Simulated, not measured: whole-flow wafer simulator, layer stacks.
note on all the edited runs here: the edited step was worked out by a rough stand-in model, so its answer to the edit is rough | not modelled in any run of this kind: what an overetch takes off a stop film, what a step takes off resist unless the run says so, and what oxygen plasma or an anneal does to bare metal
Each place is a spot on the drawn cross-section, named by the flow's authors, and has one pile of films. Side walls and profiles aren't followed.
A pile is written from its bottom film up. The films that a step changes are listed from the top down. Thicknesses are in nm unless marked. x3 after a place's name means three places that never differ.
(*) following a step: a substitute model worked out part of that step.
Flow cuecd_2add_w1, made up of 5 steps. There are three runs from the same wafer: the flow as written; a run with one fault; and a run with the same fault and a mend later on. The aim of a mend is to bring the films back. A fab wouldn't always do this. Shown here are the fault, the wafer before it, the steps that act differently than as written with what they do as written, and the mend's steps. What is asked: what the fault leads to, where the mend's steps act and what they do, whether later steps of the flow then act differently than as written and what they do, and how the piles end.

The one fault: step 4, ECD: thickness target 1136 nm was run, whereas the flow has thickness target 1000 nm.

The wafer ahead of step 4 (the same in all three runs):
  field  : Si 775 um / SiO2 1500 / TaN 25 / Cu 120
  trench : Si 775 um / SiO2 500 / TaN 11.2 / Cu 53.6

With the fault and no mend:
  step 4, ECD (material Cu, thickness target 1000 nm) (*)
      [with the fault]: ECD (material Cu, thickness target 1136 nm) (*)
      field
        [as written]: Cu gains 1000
        [with the fault]: Cu gains 1136
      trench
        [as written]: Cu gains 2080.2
        [with the fault]: Cu gains 2216.2
  Every later step of the flow that is run acts as written at every place that is followed.
  At field, trench, the piles at the end differ from the flow's by more than 2% or 0.5 nm, whichever is larger.
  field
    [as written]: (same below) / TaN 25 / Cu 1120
    [with the fault]: (same below) / TaN 25 / Cu 1256
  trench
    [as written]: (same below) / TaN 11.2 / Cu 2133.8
    [with the fault]: (same below) / TaN 11.2 / Cu 2269.8

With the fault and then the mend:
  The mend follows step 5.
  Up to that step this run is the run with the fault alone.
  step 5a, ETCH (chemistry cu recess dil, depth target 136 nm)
      field, trench
        Cu loses 136
  Every later step of the flow that is run acts as written at every place that is followed.
  By the end, the piles equal the flow's at every place that both follow.
